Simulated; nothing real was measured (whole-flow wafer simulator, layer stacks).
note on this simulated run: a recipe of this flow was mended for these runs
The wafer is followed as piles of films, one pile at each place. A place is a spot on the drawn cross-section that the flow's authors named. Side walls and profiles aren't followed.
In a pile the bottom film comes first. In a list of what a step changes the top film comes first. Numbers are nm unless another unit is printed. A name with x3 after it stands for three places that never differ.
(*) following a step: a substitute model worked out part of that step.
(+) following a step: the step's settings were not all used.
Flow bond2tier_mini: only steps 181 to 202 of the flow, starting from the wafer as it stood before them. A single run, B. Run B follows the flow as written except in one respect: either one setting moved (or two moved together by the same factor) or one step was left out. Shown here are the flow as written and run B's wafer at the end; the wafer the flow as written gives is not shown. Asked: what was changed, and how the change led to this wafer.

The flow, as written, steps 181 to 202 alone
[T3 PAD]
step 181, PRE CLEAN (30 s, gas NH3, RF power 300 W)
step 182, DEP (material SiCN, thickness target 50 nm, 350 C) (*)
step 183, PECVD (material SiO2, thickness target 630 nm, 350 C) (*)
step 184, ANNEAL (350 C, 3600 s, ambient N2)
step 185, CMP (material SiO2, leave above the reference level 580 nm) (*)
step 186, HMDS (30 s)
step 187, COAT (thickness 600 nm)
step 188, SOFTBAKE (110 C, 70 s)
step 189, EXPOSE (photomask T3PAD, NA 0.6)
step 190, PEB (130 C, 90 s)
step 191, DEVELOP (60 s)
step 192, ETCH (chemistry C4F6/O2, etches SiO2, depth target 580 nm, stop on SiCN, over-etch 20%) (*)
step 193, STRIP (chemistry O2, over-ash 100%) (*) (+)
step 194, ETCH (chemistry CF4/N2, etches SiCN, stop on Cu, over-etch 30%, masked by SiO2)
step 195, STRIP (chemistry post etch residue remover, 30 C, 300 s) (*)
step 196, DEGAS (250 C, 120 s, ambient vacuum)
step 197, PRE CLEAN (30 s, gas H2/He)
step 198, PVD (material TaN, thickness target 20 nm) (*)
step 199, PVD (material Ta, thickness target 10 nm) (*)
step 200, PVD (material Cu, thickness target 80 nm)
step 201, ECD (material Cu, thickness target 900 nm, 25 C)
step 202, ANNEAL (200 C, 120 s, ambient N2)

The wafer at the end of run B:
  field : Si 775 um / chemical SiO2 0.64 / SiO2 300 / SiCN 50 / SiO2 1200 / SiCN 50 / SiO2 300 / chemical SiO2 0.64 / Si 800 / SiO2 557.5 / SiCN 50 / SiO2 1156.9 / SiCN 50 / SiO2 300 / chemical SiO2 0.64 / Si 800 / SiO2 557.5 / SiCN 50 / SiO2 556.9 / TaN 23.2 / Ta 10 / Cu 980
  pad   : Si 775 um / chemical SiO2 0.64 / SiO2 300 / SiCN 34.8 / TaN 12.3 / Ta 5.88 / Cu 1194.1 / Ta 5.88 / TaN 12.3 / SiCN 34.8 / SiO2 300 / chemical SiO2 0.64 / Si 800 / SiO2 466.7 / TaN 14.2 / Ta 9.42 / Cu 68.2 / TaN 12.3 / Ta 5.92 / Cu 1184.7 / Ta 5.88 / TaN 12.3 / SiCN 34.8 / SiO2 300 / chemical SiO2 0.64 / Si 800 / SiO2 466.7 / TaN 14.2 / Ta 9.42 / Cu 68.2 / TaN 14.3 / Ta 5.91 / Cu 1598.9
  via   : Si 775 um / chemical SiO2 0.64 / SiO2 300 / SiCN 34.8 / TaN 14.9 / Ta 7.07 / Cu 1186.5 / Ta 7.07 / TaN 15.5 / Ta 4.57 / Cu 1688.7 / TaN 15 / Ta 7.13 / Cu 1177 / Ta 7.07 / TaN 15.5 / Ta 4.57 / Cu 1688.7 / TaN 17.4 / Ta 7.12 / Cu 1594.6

Cause: step 198, PVD: thickness target 23.2 nm was run, whereas the flow has thickness target 20 nm.
The wafer lets one read it off: field has TaN 23.2, and step 198 as written asks for 20 nm.

Step by step, how the change led to this:
  step 198, PVD (material TaN, thickness target 20 nm) (*)
      field: +23.2 TaN (new film) (as written it would have been: +20 TaN (new film))
      pad: +14.3 TaN (new film) (as written it would have been: +12.3 TaN (new film))
      (and at 1 other place as well)
